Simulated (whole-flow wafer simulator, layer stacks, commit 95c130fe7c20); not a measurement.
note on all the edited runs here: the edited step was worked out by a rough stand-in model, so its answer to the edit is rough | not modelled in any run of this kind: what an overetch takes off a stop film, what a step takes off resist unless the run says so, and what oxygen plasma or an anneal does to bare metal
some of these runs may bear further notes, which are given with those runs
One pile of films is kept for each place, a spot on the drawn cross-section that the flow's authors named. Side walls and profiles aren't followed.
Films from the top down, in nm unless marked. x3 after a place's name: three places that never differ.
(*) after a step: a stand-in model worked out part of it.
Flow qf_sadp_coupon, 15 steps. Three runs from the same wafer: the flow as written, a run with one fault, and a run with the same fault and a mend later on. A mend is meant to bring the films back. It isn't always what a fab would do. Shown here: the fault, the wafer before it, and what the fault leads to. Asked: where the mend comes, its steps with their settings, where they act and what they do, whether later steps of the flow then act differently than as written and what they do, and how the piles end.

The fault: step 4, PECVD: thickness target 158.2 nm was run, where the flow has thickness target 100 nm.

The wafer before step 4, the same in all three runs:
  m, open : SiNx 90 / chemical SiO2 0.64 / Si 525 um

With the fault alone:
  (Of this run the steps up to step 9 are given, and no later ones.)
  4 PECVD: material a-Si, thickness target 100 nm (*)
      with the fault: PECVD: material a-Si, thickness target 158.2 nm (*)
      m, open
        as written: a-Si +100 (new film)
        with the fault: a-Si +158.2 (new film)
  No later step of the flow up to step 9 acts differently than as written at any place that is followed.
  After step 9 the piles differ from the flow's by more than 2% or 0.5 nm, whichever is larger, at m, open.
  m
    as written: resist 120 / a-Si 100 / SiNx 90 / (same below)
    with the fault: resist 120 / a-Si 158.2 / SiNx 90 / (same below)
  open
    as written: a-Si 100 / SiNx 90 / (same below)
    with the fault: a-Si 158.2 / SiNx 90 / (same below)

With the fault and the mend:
  The mend comes after step 4.
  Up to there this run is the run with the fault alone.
  4a ETCH: chemistry tmah, depth target 181.9 nm
      m, open
        a-Si -158.2 (all of it)
  4b PECVD: material a-Si, thickness target 100 nm (*) (the flow's step 4 once more)
      m, open
        a-Si +100 (new film)
  No later step of the flow acts differently than as written at any place that is followed.
  At the end the piles are the same as the flow's at every place that both follow.
